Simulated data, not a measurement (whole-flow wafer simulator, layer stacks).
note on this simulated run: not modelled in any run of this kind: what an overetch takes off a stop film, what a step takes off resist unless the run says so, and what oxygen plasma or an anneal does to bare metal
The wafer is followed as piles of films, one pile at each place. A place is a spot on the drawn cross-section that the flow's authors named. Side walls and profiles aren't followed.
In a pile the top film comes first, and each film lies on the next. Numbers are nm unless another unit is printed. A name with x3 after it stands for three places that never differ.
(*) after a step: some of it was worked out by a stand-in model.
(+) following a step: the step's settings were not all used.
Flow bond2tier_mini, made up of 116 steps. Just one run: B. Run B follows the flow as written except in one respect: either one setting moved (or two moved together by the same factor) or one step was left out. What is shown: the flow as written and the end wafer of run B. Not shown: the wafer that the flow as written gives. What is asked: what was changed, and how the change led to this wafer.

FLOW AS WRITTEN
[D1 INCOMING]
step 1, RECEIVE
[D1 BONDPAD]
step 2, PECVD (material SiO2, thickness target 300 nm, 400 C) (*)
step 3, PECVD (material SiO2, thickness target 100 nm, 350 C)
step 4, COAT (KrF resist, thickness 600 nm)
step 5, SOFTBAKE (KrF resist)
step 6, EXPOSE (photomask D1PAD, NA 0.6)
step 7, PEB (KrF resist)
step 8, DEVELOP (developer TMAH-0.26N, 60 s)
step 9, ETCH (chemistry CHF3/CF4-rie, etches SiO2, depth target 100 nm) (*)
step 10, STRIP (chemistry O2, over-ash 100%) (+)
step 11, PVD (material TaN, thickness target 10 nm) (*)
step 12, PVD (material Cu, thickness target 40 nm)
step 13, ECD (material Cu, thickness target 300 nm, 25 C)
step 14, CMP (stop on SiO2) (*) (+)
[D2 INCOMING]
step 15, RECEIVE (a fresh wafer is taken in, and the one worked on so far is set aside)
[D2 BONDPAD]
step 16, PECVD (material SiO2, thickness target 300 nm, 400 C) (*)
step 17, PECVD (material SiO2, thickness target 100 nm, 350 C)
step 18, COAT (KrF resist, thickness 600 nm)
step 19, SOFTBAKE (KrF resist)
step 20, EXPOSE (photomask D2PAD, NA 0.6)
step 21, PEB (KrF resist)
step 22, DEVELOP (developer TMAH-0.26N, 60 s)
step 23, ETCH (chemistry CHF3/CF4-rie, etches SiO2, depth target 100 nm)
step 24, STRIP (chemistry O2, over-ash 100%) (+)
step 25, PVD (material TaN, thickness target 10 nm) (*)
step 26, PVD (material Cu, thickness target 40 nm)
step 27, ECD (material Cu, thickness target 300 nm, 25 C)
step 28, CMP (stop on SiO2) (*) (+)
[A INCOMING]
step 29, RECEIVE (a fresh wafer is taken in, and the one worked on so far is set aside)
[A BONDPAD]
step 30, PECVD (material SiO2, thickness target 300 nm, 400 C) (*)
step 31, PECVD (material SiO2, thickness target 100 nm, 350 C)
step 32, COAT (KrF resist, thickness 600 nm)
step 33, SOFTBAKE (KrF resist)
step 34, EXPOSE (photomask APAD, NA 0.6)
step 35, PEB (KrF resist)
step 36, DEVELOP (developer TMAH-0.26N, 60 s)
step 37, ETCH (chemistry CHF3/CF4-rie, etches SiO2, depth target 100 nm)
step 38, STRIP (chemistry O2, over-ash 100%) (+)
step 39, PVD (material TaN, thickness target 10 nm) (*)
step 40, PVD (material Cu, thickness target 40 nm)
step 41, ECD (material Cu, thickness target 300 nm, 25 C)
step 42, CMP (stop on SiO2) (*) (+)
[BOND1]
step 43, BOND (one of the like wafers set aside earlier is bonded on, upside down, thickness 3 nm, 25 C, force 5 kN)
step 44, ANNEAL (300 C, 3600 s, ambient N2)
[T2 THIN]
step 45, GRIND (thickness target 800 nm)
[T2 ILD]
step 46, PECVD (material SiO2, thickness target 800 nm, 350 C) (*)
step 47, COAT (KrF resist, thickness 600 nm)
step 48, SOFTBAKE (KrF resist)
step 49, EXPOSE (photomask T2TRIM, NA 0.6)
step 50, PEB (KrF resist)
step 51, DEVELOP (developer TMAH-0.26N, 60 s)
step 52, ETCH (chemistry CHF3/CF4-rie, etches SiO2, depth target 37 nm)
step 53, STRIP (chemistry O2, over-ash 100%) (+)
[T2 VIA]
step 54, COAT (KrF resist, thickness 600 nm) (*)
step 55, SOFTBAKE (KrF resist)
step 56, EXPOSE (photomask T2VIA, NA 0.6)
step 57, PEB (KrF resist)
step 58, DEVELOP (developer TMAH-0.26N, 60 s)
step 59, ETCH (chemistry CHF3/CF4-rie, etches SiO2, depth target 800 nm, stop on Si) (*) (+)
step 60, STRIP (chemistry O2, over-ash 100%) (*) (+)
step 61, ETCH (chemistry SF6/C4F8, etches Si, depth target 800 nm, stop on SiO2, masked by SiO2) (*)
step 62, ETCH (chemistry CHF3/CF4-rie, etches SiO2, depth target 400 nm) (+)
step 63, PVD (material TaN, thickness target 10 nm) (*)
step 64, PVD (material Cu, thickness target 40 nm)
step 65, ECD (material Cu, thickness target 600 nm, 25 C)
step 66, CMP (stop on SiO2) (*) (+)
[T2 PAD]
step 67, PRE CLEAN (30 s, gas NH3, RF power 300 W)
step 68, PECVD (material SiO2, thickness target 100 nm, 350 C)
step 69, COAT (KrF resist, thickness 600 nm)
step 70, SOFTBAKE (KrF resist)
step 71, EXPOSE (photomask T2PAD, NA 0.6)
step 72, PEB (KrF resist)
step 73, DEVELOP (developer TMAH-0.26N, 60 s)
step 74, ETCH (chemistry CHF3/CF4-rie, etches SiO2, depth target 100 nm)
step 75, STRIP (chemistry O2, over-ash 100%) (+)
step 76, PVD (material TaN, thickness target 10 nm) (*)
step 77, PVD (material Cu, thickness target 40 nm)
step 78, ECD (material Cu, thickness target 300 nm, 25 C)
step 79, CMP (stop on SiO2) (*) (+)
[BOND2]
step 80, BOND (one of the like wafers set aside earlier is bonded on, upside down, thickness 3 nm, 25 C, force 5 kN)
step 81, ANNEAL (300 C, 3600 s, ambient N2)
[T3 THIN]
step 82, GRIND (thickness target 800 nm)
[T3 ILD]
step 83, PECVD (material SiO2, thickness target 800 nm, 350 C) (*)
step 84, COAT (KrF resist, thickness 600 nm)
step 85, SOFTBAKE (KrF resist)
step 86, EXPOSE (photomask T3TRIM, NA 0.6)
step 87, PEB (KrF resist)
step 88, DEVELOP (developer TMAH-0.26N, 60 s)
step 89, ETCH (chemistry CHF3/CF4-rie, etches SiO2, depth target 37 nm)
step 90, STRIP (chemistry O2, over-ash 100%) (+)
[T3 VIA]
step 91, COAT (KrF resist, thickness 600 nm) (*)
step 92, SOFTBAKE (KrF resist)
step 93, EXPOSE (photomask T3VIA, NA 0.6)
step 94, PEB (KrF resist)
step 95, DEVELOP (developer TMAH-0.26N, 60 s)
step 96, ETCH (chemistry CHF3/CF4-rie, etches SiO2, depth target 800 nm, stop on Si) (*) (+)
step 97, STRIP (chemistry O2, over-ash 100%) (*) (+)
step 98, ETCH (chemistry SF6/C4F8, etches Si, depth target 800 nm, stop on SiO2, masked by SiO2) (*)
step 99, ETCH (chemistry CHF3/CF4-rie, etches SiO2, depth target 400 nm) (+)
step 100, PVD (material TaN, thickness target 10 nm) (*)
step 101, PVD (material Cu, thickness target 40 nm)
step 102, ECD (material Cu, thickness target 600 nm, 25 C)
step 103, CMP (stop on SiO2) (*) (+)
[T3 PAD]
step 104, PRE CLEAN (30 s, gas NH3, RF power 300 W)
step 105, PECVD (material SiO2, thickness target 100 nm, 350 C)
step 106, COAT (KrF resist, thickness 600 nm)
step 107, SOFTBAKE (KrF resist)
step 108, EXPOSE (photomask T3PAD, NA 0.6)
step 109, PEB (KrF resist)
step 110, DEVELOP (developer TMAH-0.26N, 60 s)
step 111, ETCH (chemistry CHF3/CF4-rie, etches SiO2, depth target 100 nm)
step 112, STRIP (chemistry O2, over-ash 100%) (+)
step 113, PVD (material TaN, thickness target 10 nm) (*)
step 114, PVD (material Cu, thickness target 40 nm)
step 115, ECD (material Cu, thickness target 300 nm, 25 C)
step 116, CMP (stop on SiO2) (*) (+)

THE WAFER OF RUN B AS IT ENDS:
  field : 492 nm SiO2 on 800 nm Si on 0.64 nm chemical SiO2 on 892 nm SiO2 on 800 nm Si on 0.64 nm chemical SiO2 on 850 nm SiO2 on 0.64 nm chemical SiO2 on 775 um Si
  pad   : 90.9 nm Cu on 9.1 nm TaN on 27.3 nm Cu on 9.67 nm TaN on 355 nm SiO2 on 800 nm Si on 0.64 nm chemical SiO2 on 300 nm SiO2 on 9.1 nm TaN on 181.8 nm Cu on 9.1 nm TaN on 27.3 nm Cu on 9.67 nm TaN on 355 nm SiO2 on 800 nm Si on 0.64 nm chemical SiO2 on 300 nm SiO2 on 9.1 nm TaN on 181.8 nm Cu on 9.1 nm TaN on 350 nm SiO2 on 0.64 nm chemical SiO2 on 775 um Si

Cause: step 31, PECVD: thickness target 150 nm was run, while the flow as written has thickness target 100 nm.

The path from the change to this, step by step:
  step 31, PECVD (material SiO2, thickness target 100 nm, 350 C)
      field, pad, via: SiO2 gains 150 (as written it would have been: SiO2 gains 100)
